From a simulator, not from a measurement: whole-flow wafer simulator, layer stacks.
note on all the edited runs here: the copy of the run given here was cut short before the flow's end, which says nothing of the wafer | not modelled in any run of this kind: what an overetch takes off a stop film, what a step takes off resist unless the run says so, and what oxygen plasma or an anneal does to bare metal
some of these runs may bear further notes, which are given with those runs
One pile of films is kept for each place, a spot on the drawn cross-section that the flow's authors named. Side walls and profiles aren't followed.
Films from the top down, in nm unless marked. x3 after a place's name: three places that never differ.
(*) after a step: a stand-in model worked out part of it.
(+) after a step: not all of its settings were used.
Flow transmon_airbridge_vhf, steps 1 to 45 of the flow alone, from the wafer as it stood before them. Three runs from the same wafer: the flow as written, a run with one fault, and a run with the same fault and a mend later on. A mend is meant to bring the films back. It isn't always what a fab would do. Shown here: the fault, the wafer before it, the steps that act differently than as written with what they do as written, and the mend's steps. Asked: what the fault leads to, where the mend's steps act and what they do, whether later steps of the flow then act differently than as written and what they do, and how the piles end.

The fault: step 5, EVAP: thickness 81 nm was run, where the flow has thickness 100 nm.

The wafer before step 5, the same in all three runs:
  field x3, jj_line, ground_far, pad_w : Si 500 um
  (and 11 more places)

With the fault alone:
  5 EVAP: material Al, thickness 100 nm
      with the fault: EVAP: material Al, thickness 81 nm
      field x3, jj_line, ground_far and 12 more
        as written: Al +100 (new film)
        with the fault: Al +81 (new film)
  Later steps of the flow that act differently than as written (18 more steps differ only slightly, by at most 2% or 0.5 nm, whichever is larger, and aren't shown):
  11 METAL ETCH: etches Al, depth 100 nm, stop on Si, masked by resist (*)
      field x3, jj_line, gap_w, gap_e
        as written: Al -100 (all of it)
        with the fault: Al -81 (all of it)
  At the end the piles differ from the flow's by more than 2% or 0.5 nm, whichever is larger, at ground_far, pad_w, flank_w and 8 more.
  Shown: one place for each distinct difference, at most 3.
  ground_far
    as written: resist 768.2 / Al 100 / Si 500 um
    with the fault: resist 768.2 / Al 81 / Si 500 um
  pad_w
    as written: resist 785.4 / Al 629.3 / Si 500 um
    with the fault: resist 785.7 / Al 610.3 / Si 500 um
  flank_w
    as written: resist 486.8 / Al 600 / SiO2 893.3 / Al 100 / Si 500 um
    with the fault: resist 489.6 / Al 600 / SiO2 893.2 / Al 81 / Si 500 um

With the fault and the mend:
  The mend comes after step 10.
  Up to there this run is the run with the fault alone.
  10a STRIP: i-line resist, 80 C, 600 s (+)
      ground_far, pad_w, flank_w and 8 more
        i-line resist -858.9 (all of it)
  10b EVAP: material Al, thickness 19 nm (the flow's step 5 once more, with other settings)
      field x3, jj_line, ground_far and 12 more
        Al +19
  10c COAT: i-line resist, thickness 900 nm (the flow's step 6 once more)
      field x3, jj_line, ground_far and 12 more
        i-line resist +900 (new film)
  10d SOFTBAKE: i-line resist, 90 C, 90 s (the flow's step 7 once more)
      changes no film at any place that is followed
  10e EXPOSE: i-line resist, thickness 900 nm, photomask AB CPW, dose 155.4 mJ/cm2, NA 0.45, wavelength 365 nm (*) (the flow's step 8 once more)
      changes no film at any place that is followed
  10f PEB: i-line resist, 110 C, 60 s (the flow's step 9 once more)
      field x3, jj_line, ground_far and 12 more
        i-line resist -41
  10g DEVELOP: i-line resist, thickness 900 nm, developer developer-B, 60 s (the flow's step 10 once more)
      ground_far, pad_w, flank_w and 8 more
        i-line resist -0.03
      field x3, jj_line, gap_w, gap_e
        i-line resist -859 (all of it)
  No later step of the flow acts differently than as written at any place that is followed.
  At the end the piles are the same as the flow's at every place that both follow.
